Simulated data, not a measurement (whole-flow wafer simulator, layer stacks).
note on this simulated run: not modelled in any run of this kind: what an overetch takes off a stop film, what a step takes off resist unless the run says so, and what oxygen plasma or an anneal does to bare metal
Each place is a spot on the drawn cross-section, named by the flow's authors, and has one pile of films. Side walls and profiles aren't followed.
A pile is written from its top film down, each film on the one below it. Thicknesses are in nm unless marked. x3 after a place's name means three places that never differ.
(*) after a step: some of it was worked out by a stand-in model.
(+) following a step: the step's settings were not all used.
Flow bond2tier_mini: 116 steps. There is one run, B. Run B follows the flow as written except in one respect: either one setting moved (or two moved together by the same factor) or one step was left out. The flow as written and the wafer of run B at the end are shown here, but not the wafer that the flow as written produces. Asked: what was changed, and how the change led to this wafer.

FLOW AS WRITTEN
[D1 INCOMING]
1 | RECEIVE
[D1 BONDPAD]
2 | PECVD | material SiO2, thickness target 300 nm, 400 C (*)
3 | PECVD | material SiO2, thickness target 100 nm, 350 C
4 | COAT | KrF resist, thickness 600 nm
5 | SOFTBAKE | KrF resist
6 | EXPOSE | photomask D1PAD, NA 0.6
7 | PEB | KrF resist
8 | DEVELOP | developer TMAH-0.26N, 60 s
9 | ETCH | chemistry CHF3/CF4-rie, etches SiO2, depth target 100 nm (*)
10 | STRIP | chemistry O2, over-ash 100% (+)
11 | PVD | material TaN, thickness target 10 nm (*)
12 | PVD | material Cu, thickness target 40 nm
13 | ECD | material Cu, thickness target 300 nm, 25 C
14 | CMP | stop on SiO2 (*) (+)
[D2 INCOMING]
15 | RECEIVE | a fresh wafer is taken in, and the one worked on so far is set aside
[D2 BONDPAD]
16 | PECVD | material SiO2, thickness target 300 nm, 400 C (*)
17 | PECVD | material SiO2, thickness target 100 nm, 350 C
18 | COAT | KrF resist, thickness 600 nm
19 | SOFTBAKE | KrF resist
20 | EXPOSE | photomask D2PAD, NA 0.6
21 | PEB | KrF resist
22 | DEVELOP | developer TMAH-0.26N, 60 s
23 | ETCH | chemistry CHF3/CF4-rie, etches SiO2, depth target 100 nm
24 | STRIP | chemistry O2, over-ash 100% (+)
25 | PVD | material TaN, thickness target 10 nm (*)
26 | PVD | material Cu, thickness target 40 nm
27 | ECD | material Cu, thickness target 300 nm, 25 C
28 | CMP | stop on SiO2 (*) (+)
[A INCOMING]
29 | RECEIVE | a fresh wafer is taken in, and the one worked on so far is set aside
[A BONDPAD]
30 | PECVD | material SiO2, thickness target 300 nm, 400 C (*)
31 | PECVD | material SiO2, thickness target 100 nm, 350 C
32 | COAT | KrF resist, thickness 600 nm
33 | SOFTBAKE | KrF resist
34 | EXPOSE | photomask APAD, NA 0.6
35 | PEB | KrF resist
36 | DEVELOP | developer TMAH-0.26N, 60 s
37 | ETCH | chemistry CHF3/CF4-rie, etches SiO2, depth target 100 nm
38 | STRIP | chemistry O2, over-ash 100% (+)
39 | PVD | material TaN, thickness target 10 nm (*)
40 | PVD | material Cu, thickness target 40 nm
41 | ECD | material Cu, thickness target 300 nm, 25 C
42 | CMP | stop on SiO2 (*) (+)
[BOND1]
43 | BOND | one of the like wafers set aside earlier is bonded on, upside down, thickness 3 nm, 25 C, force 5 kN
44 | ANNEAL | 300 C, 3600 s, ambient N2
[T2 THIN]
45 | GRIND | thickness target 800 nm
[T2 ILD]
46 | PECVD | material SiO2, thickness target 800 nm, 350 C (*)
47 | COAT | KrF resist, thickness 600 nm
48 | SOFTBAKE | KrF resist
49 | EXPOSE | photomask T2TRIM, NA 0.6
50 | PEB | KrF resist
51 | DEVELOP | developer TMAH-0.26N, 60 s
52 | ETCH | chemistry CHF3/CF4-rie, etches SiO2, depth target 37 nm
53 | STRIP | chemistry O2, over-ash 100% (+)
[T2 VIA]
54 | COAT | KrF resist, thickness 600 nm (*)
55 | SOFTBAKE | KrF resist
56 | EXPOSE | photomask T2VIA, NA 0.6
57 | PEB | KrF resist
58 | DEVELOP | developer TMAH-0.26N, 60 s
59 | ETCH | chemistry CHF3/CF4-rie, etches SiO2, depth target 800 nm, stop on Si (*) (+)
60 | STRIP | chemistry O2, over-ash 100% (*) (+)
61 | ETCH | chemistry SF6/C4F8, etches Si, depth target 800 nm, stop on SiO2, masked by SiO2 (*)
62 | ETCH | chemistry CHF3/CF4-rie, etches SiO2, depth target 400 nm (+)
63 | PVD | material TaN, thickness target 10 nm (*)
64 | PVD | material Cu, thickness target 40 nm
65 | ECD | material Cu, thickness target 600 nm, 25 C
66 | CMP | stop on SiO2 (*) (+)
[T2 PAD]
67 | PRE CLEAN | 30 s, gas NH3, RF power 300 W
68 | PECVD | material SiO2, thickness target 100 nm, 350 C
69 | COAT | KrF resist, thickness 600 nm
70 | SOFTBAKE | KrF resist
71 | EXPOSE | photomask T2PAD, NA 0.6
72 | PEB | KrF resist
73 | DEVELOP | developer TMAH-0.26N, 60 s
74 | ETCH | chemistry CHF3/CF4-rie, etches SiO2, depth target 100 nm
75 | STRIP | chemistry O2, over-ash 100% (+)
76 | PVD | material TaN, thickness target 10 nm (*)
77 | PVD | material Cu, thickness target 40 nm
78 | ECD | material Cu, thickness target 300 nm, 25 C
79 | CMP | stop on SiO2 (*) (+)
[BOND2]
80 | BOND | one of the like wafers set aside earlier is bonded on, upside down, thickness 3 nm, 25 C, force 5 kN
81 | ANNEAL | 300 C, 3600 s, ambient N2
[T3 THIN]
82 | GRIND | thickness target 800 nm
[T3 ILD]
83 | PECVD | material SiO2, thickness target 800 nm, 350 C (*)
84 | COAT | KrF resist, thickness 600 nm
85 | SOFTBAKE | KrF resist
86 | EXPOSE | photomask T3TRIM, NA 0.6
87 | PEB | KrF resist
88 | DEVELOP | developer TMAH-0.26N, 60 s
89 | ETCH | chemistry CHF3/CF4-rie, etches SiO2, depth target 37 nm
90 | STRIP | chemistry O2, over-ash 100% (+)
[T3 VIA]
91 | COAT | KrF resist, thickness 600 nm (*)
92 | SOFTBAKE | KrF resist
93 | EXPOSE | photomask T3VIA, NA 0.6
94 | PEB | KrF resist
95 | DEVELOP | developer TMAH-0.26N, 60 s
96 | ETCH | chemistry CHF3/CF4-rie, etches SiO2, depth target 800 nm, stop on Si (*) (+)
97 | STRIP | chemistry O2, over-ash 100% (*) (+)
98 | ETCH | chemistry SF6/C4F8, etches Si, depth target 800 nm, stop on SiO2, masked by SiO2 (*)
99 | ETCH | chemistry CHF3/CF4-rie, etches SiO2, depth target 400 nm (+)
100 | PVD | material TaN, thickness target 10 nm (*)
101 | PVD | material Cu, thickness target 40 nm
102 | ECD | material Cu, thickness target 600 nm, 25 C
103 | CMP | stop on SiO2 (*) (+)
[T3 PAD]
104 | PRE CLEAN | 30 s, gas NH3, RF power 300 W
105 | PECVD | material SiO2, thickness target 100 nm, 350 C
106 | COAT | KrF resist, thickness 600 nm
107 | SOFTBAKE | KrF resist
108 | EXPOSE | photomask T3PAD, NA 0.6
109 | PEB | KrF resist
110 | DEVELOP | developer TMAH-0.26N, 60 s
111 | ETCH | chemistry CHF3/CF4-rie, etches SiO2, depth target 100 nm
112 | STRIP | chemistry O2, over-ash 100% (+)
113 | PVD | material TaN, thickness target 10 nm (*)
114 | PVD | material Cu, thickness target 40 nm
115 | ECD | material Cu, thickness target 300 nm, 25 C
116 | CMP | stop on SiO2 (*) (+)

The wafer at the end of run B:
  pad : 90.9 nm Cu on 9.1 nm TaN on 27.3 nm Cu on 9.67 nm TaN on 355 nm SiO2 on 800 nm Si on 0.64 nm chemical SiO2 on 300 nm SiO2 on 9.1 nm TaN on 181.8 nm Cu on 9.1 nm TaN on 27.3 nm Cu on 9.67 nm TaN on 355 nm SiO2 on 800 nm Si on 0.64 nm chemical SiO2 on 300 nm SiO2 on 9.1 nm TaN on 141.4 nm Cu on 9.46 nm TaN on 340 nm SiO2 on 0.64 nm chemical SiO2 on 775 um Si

Cause: step 37, ETCH: depth target 60 nm was run, while the flow as written has depth target 100 nm.

How this came from the change, step by step:
  37 | ETCH | chemistry CHF3/CF4-rie, etches SiO2, depth target 100 nm
      pad, via: -60 SiO2 (it would be, as written: -100 SiO2)
      field: -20 KrF resist (it would be, as written: -33.3 KrF resist)
  38 | STRIP | chemistry O2, over-ash 100% (+)
      field: -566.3 KrF resist (all of it) (it would be, as written: -552.9 KrF resist (all of it))
  40 | PVD | material Cu, thickness target 40 nm
      pad: +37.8 Cu (new film) (it would be, as written: +36.4 Cu (new film))
  41 | ECD | material Cu, thickness target 300 nm, 25 C
      pad: +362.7 Cu (it would be, as written: +404.5 Cu)
      via: +360 Cu (it would be, as written: +400.2 Cu)
